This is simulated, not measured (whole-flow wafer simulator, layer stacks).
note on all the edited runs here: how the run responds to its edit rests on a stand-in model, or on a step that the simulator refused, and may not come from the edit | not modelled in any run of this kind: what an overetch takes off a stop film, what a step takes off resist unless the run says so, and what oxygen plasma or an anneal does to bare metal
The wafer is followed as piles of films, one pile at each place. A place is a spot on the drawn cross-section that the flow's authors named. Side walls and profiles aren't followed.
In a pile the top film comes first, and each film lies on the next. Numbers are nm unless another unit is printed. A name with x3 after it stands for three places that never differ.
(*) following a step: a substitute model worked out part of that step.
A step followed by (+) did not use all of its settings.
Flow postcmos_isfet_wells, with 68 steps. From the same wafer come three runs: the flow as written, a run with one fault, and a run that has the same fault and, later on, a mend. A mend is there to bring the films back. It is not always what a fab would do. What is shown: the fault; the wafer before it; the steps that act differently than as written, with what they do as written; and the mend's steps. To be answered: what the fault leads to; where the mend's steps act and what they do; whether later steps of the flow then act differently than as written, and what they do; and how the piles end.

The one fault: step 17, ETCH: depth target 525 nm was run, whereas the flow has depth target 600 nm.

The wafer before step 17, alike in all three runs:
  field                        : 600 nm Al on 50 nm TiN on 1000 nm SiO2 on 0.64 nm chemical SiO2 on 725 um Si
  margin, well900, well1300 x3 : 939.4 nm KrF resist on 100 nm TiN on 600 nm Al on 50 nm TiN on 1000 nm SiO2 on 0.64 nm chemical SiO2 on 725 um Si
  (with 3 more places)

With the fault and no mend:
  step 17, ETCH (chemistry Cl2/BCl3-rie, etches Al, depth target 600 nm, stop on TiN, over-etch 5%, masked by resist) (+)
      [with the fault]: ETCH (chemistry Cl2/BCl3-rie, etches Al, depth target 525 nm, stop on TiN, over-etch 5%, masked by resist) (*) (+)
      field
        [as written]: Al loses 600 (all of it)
        [with the fault]: Al loses 525
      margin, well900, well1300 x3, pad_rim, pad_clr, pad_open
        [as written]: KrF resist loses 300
        [with the fault]: KrF resist loses 262.5
  Steps further on in the flow that do not act as written (1 more step, not shown, differs only slightly: by at most 2% or 0.5 nm, whichever is larger):
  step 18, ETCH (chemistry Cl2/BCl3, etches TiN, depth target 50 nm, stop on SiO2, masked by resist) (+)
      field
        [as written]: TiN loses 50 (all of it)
        [with the fault]: Al loses 75 (all of it), TiN loses 18.5
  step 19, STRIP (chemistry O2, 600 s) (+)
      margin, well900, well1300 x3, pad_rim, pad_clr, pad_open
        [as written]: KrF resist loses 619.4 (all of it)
        [with the fault]: KrF resist loses 656.9 (all of it)
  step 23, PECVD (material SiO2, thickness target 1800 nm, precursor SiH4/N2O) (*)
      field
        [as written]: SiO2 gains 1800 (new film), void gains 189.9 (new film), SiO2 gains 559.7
        [with the fault]: SiO2 gains 1800 (new film), void gains 166.6 (new film), SiO2 gains 551.9 (new film)
  The piles end different from the flow's at field by more than 2% or 0.5 nm, whichever is larger.
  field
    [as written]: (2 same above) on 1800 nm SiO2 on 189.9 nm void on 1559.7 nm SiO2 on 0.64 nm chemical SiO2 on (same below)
    [with the fault]: (2 same above) on 1800 nm SiO2 on 166.6 nm void on 551.9 nm SiO2 on 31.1 nm TiN on 1000 nm SiO2 on 0.64 nm chemical SiO2 on (same below)

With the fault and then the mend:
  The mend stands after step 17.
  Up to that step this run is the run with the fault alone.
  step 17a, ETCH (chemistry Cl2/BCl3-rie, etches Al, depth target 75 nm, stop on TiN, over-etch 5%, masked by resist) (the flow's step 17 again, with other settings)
      margin, well900, well1300 x3, pad_rim, pad_clr, pad_open
        KrF resist loses 37.5
      field
        Al loses 75 (all of it)
  Every later step of the flow that is run acts as written at every place that is followed.
  At every place that both follow, the piles at the end match the flow's.
